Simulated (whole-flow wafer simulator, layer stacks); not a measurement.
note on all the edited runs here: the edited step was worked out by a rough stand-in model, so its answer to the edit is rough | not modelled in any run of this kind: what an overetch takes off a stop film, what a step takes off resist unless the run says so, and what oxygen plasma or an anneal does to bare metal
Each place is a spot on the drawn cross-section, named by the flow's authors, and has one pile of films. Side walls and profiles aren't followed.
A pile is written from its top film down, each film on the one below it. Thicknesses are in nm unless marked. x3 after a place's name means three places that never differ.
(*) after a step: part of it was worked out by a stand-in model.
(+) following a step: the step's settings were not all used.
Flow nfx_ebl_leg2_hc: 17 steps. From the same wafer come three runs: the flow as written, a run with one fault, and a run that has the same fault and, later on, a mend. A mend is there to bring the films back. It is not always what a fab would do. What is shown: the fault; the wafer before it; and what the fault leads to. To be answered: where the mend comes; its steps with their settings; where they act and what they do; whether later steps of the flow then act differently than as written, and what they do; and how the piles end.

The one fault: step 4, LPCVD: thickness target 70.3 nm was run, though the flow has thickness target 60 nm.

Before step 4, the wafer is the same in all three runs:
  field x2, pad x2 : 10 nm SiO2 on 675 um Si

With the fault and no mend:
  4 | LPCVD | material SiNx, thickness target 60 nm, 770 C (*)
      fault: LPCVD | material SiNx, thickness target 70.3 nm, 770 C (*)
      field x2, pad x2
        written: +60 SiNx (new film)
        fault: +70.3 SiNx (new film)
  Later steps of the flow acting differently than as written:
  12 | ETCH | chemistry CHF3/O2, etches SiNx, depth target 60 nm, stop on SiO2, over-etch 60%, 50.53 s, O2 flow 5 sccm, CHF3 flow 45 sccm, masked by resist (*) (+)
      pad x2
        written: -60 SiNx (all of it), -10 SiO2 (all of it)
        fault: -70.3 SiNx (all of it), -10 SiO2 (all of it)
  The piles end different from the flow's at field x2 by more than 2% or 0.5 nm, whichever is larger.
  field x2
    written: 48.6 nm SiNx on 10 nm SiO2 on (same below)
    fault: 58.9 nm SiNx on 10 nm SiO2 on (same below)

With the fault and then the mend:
  After step 5 comes the mend.
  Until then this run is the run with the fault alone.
  5a | ETCH | chemistry h3po4, depth target 10.3 nm
      field x2, pad x2
        -10.3 SiNx
  Later steps of the flow that are run all act as written at every place that is followed.
  By the end, the piles equal the flow's at every place that both follow.
